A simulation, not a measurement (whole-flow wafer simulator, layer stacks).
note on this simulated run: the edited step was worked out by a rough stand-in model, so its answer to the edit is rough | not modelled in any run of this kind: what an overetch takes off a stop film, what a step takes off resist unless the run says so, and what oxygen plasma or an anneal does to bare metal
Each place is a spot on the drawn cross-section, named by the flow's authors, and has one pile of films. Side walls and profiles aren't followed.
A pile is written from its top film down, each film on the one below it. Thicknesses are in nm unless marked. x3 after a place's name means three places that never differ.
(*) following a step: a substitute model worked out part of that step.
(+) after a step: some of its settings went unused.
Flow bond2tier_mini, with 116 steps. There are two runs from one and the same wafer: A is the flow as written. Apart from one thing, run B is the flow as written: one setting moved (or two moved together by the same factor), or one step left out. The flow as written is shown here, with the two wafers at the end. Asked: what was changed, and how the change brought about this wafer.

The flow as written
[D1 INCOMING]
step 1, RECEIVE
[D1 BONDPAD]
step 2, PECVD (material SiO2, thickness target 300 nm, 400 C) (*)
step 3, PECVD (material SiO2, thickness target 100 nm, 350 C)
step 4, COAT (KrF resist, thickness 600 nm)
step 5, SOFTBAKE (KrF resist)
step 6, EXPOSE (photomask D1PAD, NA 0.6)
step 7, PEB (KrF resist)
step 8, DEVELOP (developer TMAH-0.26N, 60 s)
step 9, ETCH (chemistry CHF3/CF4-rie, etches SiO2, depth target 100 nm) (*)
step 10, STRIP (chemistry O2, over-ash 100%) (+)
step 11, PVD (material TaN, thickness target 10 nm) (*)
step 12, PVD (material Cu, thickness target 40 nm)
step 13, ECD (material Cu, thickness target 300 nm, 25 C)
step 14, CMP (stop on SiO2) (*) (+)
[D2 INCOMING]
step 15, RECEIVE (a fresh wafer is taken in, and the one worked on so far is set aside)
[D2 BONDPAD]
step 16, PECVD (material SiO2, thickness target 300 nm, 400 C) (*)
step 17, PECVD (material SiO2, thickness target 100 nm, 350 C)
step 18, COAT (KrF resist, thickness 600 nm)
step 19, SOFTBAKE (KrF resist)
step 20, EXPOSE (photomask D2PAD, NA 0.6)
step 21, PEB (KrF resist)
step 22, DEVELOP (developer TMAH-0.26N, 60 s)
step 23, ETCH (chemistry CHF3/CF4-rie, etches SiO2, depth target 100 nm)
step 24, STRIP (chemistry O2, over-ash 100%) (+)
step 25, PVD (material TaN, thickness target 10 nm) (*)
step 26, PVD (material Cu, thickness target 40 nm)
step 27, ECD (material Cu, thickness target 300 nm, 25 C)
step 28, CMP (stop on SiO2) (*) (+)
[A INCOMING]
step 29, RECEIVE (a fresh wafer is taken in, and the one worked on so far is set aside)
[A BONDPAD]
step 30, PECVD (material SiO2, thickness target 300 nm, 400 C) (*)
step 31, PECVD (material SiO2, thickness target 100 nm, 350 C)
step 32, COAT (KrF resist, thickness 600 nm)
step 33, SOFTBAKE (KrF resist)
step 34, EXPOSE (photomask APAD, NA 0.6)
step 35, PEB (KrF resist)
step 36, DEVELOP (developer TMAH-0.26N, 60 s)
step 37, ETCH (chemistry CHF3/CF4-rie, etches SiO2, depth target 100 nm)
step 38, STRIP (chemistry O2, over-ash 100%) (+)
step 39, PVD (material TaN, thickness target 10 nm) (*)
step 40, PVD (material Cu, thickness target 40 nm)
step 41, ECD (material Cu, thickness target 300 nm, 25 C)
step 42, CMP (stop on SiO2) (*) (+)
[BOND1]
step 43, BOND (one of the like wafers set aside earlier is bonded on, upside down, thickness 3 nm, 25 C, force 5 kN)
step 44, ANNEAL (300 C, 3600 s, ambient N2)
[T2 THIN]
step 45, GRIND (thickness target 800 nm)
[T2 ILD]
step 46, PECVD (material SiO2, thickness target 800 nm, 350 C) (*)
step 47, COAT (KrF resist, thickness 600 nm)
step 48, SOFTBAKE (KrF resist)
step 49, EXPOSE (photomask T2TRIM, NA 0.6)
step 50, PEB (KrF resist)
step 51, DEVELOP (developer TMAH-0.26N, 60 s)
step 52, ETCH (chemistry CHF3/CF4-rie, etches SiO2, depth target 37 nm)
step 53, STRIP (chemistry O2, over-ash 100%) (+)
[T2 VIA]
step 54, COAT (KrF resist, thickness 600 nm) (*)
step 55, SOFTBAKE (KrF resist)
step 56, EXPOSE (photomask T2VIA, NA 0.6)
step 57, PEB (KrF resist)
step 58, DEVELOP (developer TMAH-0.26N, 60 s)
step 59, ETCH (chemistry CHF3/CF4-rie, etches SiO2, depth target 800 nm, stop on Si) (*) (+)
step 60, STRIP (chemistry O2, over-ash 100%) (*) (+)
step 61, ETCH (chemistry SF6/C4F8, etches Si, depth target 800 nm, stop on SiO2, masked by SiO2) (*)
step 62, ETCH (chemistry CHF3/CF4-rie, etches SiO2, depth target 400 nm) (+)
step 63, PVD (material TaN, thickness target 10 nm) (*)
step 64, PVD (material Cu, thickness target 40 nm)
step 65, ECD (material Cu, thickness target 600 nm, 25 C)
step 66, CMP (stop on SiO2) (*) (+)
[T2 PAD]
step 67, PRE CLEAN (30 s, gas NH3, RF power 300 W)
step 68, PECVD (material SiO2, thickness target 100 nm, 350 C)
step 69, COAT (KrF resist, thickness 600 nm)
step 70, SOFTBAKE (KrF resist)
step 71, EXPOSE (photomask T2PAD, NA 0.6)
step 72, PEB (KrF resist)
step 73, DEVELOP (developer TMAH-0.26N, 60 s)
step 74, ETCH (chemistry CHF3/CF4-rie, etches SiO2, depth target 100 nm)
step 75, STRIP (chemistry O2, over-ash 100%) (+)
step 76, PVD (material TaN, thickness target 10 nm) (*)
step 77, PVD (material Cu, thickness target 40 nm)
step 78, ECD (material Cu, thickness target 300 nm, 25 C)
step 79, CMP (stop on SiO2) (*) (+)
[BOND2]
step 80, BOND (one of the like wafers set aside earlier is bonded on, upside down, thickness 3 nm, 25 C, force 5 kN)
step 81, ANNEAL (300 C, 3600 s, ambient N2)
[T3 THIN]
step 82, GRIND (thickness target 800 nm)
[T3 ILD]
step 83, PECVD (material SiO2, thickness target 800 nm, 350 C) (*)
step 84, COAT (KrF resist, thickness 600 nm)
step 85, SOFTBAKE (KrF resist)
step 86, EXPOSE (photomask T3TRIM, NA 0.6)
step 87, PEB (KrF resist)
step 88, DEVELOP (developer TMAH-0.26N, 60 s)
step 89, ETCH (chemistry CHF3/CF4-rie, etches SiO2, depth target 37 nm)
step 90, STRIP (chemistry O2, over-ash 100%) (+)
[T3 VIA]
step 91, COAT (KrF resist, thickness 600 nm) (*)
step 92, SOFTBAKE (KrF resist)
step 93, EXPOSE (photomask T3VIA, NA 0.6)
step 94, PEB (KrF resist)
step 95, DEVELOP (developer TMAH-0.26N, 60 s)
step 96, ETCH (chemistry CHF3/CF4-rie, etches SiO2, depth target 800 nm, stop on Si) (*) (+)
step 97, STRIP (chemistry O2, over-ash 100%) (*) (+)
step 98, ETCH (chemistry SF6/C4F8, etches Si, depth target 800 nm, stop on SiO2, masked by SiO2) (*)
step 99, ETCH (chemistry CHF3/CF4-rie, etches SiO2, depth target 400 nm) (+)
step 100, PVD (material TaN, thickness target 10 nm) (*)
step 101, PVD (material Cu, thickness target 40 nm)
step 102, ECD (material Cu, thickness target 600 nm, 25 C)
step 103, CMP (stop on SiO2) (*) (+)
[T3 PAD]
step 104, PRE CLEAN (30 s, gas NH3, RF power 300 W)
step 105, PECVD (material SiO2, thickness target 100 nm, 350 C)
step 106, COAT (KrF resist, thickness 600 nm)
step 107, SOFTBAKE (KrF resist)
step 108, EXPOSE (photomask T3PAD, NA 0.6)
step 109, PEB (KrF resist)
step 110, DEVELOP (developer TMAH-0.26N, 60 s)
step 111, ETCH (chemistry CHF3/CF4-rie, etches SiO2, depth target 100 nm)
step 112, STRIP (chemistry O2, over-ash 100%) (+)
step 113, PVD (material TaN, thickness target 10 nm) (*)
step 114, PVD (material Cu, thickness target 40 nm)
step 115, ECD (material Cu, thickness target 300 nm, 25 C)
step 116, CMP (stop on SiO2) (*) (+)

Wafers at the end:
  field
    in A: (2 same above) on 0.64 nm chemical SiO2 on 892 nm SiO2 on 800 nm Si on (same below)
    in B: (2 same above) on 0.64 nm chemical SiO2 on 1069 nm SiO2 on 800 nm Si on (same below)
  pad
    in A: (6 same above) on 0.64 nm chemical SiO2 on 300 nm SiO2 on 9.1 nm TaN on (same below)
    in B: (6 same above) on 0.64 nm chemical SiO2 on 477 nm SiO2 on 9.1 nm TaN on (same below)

Cause: step 16, PECVD: thickness target 477 nm was run, though the flow has thickness target 300 nm.
One can read it off the wafer: pad has SiO2 477, and step 16 as written asks for 300 nm.

The path from the change to this, step by step:
  step 16, PECVD (material SiO2, thickness target 300 nm, 400 C) (*)
      field, pad, via: A +300 SiO2 (new film) | B +477 SiO2 (new film)
  step 80, BOND (one of the like wafers set aside earlier is bonded on, upside down, thickness 3 nm, 25 C, force 5 kN)
      field: A +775 um Si (new film), +0.64 chemical SiO2 (new film), +400 SiO2 | B +775 um Si (new film), +0.64 chemical SiO2 (new film), +577 SiO2
      pad: A +775 um Si (new film), +0.64 chemical SiO2 (new film), +300 SiO2 (new film), +9.1 TaN (new film), +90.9 Cu | B +775 um Si (new film), +0.64 chemical SiO2 (new film), +477 SiO2 (new film), +9.1 TaN (new film), +90.9 Cu
